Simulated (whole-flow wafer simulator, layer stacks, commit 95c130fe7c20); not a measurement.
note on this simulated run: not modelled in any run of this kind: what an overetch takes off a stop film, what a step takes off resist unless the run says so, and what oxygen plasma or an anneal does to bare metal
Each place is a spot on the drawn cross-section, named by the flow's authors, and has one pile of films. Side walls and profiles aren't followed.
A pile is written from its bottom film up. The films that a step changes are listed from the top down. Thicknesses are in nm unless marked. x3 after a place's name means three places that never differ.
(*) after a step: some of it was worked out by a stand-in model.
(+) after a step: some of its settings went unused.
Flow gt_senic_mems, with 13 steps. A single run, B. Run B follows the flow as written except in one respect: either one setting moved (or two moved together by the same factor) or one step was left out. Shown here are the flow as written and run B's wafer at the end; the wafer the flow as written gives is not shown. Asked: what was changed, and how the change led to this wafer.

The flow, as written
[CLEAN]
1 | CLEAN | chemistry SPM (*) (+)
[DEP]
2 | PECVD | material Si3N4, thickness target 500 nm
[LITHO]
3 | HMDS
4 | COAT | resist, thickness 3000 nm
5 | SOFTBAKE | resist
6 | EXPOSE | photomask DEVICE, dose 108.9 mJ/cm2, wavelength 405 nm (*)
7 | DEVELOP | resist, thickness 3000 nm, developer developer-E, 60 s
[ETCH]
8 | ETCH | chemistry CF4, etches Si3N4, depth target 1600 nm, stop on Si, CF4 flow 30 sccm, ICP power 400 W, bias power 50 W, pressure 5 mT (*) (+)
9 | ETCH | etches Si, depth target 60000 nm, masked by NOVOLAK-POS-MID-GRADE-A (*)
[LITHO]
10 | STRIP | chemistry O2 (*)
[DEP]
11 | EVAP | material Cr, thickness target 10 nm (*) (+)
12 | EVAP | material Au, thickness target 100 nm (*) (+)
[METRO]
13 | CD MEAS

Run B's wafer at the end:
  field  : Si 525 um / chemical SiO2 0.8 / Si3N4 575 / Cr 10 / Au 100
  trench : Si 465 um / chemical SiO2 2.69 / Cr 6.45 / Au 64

Cause: step 2, PECVD: thickness target 575 nm was run, whereas the flow has thickness target 500 nm.
One can read it off the wafer: field has Si3N4 575, and step 2 as written asks for 500 nm.

Step by step, how the change led to this:
  2 | PECVD | material Si3N4, thickness target 500 nm
      field, trench: +575 Si3N4 (new film) (as written it would have been: +500 Si3N4 (new film))
  8 | ETCH | chemistry CF4, etches Si3N4, depth target 1600 nm, stop on Si, CF4 flow 30 sccm, ICP power 400 W, bias power 50 W, pressure 5 mT (*) (+)
      field: -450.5 resist (as written it would have been: -400.5 resist)
      trench: -575 Si3N4 (all of it), -0.8 chemical SiO2 (all of it) (as written it would have been: -500 Si3N4 (all of it), -0.8 chemical SiO2 (all of it))
  10 | STRIP | chemistry O2 (*)
      field: -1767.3 resist (all of it) (as written it would have been: -1817.3 resist (all of it))
